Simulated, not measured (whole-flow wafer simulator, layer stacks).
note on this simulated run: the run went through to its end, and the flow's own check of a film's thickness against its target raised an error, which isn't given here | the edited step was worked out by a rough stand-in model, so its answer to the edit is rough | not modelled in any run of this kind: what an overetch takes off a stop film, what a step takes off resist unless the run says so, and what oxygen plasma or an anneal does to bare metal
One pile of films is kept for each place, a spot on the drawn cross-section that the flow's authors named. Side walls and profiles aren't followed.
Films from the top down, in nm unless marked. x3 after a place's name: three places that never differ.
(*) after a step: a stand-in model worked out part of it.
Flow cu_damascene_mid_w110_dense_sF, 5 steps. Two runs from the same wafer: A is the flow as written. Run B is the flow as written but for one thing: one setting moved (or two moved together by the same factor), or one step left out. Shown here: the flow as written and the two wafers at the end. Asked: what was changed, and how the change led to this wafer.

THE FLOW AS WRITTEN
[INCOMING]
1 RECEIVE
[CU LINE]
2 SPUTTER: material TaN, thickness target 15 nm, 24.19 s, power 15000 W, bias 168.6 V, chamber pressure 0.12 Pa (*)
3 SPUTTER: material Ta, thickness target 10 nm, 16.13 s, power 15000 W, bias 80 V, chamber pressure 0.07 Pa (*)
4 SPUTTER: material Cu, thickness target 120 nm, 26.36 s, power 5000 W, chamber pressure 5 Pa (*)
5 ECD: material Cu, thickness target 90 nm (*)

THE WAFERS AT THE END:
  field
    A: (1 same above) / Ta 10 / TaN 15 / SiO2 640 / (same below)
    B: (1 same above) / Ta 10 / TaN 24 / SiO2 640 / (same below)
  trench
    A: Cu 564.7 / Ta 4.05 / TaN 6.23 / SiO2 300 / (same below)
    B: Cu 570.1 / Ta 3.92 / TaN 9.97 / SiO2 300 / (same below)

The cause: step 2, SPUTTER: thickness target 24 nm was run, where the flow has thickness target 15 nm; step 2, SPUTTER: 38.7 s was run, where the flow has 24.19 s.
It can be read off the wafer: field has TaN 24, and step 2 as written asks for 15 nm.

How the change led to this, step by step:
  2 SPUTTER: material TaN, thickness target 15 nm, 24.19 s, power 15000 W, bias 168.6 V, chamber pressure 0.12 Pa (*)
      field: A TaN +15 (new film) | B TaN +24 (new film)
      trench: A TaN +6.23 (new film) | B TaN +9.97 (new film)
  4 SPUTTER: material Cu, thickness target 120 nm, 26.36 s, power 5000 W, chamber pressure 5 Pa (*)
      trench: A Cu +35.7 (new film) | B Cu +34.6 (new film)
